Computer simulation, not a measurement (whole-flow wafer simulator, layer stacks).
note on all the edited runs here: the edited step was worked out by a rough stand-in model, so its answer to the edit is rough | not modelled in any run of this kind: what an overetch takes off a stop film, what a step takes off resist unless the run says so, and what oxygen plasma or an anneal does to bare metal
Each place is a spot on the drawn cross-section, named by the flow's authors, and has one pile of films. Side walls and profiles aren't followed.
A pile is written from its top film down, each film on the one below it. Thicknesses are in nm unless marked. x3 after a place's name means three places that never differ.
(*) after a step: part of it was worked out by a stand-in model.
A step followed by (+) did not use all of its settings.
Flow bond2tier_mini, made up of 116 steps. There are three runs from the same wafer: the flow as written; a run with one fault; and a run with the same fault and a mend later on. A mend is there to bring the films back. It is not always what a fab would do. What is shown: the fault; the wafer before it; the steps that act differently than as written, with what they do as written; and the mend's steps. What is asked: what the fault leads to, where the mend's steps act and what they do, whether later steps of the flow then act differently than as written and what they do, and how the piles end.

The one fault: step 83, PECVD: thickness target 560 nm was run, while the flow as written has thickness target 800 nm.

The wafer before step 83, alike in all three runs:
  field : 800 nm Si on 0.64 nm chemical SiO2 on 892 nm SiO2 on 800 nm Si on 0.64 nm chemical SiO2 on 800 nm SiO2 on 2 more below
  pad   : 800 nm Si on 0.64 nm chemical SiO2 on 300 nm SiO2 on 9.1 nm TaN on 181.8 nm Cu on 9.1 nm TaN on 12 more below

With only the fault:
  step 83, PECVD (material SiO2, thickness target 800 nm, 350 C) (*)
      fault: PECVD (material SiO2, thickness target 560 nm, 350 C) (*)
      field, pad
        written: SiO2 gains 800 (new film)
        fault: SiO2 gains 560 (new film)
  Every later step of the flow that is run acts as written, at every place that is followed, to within 2% or 0.5 nm, whichever is larger.
  At field, pad, the piles at the end differ from the flow's by more than 2% or 0.5 nm, whichever is larger.
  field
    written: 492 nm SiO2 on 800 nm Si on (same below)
    fault: 252 nm SiO2 on 800 nm Si on (same below)
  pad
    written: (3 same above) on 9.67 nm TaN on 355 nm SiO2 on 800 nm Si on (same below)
    fault: (3 same above) on 9.67 nm TaN on 115 nm SiO2 on 800 nm Si on (same below)

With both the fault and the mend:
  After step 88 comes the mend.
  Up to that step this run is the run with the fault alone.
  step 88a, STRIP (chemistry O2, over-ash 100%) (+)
      field
        KrF resist loses 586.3 (all of it)
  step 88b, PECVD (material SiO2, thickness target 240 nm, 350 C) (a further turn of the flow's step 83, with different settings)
      field, pad
        SiO2 gains 240
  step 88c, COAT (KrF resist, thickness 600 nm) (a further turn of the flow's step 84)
      field, pad
        KrF resist gains 600 (new film)
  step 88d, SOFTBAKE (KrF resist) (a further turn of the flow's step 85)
      does not change any film at any place that is followed
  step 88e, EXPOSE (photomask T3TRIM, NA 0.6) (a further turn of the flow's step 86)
      does not change any film at any place that is followed
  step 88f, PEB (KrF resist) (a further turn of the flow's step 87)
      does not change any film at any place that is followed
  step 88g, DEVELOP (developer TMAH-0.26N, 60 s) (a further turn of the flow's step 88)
      field
        KrF resist loses 13.7
      pad
        KrF resist loses 600 (all of it)
  Every later step of the flow that is run acts as written at every place that is followed.
  At every place that both follow, the piles at the end match the flow's.
